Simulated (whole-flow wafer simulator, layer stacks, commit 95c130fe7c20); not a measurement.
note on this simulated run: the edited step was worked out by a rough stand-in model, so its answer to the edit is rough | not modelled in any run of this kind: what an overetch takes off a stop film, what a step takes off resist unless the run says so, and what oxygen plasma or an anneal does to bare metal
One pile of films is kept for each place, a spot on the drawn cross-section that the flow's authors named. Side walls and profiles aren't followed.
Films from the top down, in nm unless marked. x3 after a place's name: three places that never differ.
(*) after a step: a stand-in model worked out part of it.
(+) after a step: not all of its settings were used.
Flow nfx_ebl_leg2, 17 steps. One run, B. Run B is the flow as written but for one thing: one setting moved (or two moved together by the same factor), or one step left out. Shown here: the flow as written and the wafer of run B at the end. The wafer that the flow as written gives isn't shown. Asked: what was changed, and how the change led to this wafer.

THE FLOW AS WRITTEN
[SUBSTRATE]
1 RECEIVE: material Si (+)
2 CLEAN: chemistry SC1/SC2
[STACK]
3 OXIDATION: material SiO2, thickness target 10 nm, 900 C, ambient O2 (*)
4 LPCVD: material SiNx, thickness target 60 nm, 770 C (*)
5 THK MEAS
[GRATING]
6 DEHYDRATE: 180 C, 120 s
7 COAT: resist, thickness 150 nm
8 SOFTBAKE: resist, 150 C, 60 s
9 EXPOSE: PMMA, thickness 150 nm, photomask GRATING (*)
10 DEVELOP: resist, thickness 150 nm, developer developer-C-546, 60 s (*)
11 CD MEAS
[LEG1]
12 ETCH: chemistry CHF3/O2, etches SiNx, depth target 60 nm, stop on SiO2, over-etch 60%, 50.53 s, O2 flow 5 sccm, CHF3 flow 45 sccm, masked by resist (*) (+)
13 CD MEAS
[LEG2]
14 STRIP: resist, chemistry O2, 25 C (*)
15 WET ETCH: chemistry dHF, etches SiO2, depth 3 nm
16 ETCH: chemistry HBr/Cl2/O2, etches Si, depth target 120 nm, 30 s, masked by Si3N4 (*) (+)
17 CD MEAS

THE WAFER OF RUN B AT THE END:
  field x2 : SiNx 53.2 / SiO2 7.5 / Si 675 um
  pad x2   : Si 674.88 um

The cause: step 3, OXIDATION: thickness target 7.5 nm was run, where the flow has thickness target 10 nm.
It can be read off the wafer: field x2 has SiO2 7.5, and step 3 as written asks for 10 nm.

How the change led to this, step by step:
  3 OXIDATION: material SiO2, thickness target 10 nm, 900 C, ambient O2 (*)
      field x2, pad x2: SiO2 +7.5 (new film), chemical SiO2 -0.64 (all of it), Si -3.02 (as written it would be: SiO2 +10 (new film), chemical SiO2 -0.64 (all of it), Si -4.12)
  12 ETCH: chemistry CHF3/O2, etches SiNx, depth target 60 nm, stop on SiO2, over-etch 60%, 50.53 s, O2 flow 5 sccm, CHF3 flow 45 sccm, masked by resist (*) (+)
      pad x2: SiNx -60 (all of it), SiO2 -7.5 (all of it) (as written it would be: SiNx -60 (all of it), SiO2 -10 (all of it))
